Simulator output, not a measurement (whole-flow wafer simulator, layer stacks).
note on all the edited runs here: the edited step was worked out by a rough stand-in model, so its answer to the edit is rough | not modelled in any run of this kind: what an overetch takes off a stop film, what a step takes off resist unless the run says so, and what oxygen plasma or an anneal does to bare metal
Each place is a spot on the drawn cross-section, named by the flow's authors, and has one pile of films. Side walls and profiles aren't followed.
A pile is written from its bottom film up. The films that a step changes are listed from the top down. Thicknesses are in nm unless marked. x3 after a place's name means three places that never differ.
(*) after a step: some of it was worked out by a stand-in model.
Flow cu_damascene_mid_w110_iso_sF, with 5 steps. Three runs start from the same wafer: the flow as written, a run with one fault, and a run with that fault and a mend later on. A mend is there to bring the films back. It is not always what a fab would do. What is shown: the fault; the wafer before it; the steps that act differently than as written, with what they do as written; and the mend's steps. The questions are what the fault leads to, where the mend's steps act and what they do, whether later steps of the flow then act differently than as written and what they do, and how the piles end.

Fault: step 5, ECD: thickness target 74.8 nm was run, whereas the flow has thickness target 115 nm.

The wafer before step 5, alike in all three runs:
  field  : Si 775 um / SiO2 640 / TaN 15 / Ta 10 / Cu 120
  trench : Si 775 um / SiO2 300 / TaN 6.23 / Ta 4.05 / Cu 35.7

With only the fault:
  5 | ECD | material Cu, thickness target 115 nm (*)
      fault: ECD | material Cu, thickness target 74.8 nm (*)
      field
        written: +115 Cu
        fault: +74.8 Cu
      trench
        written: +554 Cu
        fault: +513.8 Cu
  Every later step of the flow that is run acts as written at every place that is followed.
  The piles end different from the flow's at field, trench by more than 2% or 0.5 nm, whichever is larger.
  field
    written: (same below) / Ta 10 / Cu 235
    fault: (same below) / Ta 10 / Cu 194.8
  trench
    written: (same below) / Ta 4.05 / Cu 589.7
    fault: (same below) / Ta 4.05 / Cu 549.5

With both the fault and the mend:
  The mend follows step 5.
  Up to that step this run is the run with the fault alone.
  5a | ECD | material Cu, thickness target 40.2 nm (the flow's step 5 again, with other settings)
      field, trench
        +40.2 Cu
  Every later step of the flow that is run acts as written at every place that is followed.
  At every place that both follow, the piles at the end match the flow's.
